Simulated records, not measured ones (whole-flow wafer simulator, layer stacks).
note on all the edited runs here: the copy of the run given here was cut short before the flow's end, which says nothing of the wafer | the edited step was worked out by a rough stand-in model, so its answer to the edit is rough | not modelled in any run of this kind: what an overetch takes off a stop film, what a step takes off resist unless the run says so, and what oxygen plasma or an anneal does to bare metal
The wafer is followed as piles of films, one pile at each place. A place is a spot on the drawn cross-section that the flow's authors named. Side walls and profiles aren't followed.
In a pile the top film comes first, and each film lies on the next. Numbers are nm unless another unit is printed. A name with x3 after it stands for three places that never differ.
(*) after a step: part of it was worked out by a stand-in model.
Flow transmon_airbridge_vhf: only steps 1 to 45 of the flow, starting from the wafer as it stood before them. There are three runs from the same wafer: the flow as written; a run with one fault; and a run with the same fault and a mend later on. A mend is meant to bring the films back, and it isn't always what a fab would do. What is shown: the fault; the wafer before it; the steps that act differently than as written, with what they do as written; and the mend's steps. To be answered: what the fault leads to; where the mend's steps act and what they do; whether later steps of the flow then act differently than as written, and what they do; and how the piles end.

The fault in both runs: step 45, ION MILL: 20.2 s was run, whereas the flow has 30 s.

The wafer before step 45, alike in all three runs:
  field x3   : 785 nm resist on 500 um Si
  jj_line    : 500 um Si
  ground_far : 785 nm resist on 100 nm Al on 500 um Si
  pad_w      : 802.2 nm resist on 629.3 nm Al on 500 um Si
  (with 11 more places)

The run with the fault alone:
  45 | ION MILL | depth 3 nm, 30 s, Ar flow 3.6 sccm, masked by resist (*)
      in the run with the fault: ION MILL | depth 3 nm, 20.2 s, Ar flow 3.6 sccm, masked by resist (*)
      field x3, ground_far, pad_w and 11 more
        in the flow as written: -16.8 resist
        in the run with the fault: -11.3 resist
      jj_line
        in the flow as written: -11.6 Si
        in the run with the fault: -7.83 Si
  Every later step of the flow that is run acts as written at every place that is followed.
  The piles end only slightly different from the flow's at the places that both follow, by no more than 2% or 0.5 nm, whichever is larger.

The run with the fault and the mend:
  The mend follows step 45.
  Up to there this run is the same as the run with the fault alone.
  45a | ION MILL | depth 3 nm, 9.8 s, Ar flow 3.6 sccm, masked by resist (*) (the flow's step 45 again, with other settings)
      field x3, ground_far, pad_w and 11 more
        -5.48 resist
      jj_line
        -3.8 Si
  Every later step of the flow that is run acts as written at every place that is followed.
  At every place that both follow, the piles at the end match the flow's.
